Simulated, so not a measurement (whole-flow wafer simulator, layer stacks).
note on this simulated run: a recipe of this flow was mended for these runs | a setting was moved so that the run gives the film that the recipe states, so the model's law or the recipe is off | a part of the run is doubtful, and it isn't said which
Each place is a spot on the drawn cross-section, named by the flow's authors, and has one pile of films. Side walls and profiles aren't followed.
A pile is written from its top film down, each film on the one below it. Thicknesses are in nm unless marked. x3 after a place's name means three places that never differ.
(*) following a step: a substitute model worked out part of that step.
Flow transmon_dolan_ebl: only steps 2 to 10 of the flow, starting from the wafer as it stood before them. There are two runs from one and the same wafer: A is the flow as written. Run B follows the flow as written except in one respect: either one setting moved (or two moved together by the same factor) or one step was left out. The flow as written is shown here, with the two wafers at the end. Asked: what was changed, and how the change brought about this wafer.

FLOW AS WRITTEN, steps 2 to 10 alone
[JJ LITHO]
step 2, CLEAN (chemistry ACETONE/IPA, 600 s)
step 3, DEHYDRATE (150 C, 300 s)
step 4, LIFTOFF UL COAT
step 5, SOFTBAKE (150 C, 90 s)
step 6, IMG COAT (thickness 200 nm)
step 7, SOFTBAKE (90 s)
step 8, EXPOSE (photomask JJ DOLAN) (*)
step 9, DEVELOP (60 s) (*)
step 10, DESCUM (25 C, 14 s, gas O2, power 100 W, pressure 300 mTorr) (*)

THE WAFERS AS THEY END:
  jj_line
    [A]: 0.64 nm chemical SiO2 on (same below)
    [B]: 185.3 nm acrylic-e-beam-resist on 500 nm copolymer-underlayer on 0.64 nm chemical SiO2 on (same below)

The reason: step 9, DEVELOP: 60 s (*), was omitted.

How this came from the change, step by step:
  step 10, DESCUM (25 C, 14 s, gas O2, power 100 W, pressure 300 mTorr) (*)
      jj_line: A nothing | B -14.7 acrylic-e-beam-resist
